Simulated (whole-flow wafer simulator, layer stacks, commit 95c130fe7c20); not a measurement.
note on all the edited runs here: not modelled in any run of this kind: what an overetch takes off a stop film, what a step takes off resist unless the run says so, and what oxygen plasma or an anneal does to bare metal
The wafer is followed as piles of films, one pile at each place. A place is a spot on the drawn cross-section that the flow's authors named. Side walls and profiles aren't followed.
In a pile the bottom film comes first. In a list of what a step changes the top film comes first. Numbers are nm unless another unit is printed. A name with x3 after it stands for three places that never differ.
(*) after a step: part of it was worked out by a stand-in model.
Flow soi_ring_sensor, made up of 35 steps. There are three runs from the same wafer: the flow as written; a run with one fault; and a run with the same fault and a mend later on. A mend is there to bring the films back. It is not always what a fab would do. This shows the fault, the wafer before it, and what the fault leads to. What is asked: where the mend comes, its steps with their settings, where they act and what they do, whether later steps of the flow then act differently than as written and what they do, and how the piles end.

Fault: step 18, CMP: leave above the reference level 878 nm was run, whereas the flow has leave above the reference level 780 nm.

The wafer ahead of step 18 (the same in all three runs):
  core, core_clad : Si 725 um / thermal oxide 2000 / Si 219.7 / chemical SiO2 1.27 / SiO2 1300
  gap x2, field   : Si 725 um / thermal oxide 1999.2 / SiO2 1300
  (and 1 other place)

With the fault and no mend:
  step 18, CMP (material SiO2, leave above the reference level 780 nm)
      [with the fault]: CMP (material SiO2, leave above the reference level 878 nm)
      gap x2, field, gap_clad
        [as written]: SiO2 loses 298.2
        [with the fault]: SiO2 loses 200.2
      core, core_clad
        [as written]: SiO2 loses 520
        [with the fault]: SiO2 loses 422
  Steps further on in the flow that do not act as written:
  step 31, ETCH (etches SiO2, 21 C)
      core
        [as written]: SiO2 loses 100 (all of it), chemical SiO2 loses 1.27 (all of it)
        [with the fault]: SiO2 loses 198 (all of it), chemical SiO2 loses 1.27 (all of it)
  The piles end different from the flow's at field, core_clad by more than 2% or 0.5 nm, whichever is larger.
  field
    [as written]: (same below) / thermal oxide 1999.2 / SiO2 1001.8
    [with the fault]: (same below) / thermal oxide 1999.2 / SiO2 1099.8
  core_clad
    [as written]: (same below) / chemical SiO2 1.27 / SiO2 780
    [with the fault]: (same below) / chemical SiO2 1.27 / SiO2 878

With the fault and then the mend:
  The mend stands after step 27.
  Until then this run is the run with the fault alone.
  step 27a, STRIP (i-line resist, 250 C, gas O2, power 300 W) (*)
      field, core_clad, gap_clad
        i-line resist loses 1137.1 (all of it)
  step 27b, CMP (material SiO2, leave above the reference level 780 nm) (the flow's step 18, run once more)
      core, gap x2, field, core_clad, gap_clad
        SiO2 loses 98
  step 27c, HMDS (120 C, 60 s) (the flow's step 21, run once more)
      does not change any film at any place that is followed
  step 27d, COAT (i-line resist, thickness 1200 nm) (the flow's step 22, run once more)
      core, gap x2, field, core_clad, gap_clad
        i-line resist gains 1200 (new film)
  step 27e, SOFTBAKE (i-line resist) (the flow's step 23, run once more)
      does not change any film at any place that is followed
  step 27f, EXPOSE (photomask WINDOW, dose 101 mJ/cm2, NA 0.5, wavelength 365 nm) (*) (the flow's step 24, run once more)
      does not change any film at any place that is followed
  step 27g, PEB (i-line resist) (the flow's step 25, run once more)
      core, gap x2, field, core_clad, gap_clad
        i-line resist loses 62.8
  step 27h, DEVELOP (i-line resist, thickness 1200 nm, 90 s) (the flow's step 26, run once more)
      core, gap x2
        i-line resist loses 1137.2 (all of it)
      field, core_clad, gap_clad
        i-line resist loses 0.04
  Later steps of the flow that are run all act as written at every place that is followed.
  By the end, the piles equal the flow's at every place that both follow.
